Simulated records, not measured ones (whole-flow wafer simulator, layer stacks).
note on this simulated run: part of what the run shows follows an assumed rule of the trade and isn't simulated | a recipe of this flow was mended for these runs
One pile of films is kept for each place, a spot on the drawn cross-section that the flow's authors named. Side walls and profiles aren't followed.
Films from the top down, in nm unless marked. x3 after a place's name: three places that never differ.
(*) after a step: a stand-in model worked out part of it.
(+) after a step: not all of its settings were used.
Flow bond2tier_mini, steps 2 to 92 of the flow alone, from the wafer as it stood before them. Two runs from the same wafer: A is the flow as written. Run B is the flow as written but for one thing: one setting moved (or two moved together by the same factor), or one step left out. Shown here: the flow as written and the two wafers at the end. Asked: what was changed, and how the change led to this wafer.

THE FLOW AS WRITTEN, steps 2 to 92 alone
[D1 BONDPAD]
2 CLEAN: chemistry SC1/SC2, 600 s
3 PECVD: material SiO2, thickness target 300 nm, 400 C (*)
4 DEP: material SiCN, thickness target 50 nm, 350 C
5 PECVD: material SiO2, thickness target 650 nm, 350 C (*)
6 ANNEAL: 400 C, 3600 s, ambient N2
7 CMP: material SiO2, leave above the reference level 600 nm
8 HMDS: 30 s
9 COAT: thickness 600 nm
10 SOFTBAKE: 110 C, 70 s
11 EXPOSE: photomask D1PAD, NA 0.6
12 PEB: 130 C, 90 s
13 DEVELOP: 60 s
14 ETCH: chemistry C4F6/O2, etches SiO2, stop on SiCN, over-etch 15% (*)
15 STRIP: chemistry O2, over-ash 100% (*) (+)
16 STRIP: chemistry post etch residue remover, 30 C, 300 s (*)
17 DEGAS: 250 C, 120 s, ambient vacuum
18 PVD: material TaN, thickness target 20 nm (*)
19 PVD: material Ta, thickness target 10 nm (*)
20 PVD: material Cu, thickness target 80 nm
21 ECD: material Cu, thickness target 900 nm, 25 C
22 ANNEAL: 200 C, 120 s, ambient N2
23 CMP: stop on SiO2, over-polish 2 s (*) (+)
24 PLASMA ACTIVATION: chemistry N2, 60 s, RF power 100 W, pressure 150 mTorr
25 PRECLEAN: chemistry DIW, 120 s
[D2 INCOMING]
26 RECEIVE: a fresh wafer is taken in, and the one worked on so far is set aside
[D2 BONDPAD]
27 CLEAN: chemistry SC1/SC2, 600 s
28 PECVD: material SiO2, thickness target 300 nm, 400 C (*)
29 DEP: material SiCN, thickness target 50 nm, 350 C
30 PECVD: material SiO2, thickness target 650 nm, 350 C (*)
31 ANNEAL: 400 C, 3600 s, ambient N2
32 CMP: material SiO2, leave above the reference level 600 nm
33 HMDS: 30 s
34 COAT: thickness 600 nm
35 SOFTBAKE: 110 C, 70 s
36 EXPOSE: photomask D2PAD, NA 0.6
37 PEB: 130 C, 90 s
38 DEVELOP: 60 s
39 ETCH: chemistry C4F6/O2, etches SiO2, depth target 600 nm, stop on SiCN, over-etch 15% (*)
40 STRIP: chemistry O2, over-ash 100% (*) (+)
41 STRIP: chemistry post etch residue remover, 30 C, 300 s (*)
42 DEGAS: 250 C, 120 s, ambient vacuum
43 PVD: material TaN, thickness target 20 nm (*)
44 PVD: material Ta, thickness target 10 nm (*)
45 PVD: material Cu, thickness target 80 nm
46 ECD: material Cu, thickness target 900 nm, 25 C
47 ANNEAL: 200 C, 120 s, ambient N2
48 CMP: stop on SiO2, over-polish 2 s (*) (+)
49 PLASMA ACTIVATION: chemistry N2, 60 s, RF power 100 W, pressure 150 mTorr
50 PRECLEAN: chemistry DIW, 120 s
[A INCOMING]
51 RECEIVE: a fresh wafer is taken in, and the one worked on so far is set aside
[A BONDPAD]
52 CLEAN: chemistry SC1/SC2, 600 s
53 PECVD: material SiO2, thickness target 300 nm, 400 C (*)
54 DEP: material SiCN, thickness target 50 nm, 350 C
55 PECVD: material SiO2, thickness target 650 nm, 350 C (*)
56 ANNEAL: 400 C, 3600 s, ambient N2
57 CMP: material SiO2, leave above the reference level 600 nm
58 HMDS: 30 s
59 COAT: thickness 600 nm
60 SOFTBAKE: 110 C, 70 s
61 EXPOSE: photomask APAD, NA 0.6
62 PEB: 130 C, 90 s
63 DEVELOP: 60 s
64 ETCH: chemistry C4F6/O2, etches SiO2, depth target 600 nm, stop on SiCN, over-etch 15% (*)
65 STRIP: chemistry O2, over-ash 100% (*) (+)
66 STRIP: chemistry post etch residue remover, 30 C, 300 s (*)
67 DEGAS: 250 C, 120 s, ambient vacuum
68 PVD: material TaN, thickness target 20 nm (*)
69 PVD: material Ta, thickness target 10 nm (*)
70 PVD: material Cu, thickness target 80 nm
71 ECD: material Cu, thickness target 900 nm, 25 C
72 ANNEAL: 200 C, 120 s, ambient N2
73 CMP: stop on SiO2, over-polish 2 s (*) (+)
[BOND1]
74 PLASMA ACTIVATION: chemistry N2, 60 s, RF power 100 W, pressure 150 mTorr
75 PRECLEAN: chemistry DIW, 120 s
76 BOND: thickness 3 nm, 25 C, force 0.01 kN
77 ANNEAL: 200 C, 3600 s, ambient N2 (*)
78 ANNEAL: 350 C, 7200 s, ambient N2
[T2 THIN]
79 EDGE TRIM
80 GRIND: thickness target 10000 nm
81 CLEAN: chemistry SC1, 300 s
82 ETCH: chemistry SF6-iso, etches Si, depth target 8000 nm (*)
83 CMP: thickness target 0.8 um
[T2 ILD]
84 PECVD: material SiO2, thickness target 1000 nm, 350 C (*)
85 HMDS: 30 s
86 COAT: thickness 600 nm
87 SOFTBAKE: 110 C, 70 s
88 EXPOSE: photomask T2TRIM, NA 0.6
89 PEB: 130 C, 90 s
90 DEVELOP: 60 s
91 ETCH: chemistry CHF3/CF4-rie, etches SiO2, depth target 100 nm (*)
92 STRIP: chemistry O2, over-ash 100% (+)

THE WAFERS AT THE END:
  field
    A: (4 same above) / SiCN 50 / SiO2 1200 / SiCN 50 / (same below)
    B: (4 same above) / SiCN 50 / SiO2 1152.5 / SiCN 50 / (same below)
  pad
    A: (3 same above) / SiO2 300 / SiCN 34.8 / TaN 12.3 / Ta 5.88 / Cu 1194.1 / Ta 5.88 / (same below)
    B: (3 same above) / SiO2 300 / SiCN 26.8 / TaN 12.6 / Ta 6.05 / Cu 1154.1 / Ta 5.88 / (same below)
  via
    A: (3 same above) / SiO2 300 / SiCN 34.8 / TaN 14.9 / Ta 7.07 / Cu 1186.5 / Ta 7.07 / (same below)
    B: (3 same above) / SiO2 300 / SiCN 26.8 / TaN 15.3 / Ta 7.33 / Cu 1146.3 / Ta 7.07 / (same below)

The cause: step 5, PECVD: thickness target 552.5 nm was run, where the flow has thickness target 650 nm.

How the change led to this, step by step:
  5 PECVD: material SiO2, thickness target 650 nm, 350 C (*)
      field, pad, via: A SiO2 +650 (new film) | B SiO2 +552.5 (new film)
  7 CMP: material SiO2, leave above the reference level 600 nm
      field, pad, via: A SiO2 -50 | B nothing
  14 ETCH: chemistry C4F6/O2, etches SiO2, stop on SiCN, over-etch 15% (*)
      pad, via: A SiO2 -600 (all of it), SiCN -15.2 | B SiO2 -552.5 (all of it), SiCN -23.2
      field: A thick-KrF-resist -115 | B thick-KrF-resist -105.9
  20 PVD: material Cu, thickness target 80 nm
      pad: A Cu +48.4 (new film) | B Cu +49.6 (new film)
      via: A Cu +59 (new film) | B Cu +60.9 (new film)
  21 ECD: material Cu, thickness target 900 nm, 25 C
      pad: A Cu +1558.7 | B Cu +1517.4
      via: A Cu +1544.3 | B Cu +1502.1
  76 BOND: thickness 3 nm, 25 C, force 0.01 kN
      field: A Si +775 um (new film), chemical SiO2 +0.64 (new film), SiO2 +300 (new film), SiCN +50 (new film), SiO2 +600 | B Si +775 um (new film), chemical SiO2 +0.64 (new film), SiO2 +300 (new film), SiCN +50 (new film), SiO2 +552.5
      pad: A Si +775 um (new film), chemical SiO2 +0.64 (new film), SiO2 +300 (new film), SiCN +34.8 (new film), TaN +12.3 (new film), Ta +5.88 (new film), Cu +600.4 | B Si +775 um (new film), chemical SiO2 +0.64 (new film), SiO2 +300 (new film), SiCN +26.8 (new film), TaN +12.6 (new film), Ta +6.05 (new film), Cu +560.4
      (and at 1 more place)
